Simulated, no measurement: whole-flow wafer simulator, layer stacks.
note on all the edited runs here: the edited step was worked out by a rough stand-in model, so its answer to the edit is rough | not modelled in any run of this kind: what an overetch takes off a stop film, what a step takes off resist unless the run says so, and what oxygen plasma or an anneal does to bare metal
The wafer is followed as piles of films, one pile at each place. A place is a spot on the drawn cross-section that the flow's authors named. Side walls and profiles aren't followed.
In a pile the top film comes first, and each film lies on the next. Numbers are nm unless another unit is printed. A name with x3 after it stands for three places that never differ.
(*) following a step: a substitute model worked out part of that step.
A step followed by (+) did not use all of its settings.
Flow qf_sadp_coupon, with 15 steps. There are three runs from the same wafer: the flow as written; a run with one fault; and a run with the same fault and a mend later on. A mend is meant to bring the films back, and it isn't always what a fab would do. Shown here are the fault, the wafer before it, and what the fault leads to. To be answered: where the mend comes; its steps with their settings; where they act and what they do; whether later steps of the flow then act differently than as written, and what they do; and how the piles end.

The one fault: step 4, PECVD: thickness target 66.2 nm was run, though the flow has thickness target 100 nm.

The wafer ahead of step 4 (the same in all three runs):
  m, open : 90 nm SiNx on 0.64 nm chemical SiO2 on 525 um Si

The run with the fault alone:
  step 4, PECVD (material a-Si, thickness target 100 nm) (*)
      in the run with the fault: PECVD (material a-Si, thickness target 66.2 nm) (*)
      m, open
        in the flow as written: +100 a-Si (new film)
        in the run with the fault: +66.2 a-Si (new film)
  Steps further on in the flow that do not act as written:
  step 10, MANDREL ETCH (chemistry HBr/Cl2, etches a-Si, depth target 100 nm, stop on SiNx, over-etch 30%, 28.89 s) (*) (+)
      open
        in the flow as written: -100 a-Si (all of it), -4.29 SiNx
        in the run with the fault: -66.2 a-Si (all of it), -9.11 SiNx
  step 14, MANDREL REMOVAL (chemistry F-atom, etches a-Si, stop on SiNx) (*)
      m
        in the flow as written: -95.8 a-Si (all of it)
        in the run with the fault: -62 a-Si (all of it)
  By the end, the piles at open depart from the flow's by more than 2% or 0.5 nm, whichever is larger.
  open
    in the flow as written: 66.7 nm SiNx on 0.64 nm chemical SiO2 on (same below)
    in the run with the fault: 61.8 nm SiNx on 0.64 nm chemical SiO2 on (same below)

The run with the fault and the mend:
  The mend follows step 4.
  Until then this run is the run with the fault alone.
  step 4a, ETCH (chemistry tmah, depth target 76.13 nm)
      m, open
        -66.2 a-Si (all of it)
  step 4b, PECVD (material a-Si, thickness target 100 nm) (*) (a further turn of the flow's step 4)
      m, open
        +100 a-Si (new film)
  Every later step of the flow that is run acts as written at every place that is followed.
  At every place that both follow, the piles at the end match the flow's.
